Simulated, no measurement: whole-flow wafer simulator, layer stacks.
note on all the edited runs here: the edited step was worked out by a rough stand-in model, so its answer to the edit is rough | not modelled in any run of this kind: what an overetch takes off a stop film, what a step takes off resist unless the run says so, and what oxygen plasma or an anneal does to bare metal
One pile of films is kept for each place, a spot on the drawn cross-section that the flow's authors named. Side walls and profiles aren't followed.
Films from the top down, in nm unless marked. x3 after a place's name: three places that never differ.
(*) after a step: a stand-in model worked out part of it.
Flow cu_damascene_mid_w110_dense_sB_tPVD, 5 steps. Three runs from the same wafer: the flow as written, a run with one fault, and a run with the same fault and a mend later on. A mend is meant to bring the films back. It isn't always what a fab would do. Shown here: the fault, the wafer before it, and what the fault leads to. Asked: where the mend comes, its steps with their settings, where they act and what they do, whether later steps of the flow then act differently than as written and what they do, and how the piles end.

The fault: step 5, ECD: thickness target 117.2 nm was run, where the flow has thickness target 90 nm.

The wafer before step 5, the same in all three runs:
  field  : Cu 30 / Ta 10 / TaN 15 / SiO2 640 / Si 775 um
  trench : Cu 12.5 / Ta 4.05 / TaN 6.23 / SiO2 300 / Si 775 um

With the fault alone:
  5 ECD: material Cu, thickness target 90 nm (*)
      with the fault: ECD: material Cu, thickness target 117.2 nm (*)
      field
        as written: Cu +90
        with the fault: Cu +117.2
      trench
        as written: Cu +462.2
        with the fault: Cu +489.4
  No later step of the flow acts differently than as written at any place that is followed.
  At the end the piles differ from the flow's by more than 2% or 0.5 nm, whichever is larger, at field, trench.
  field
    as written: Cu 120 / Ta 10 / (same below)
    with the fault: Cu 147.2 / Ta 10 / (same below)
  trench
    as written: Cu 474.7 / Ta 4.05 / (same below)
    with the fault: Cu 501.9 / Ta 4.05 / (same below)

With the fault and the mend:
  The mend comes after step 5.
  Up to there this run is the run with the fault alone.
  5a ETCH: chemistry cu recess dil, depth target 27.2 nm
      field, trench
        Cu -27.2
  No later step of the flow acts differently than as written at any place that is followed.
  At the end the piles are the same as the flow's at every place that both follow.
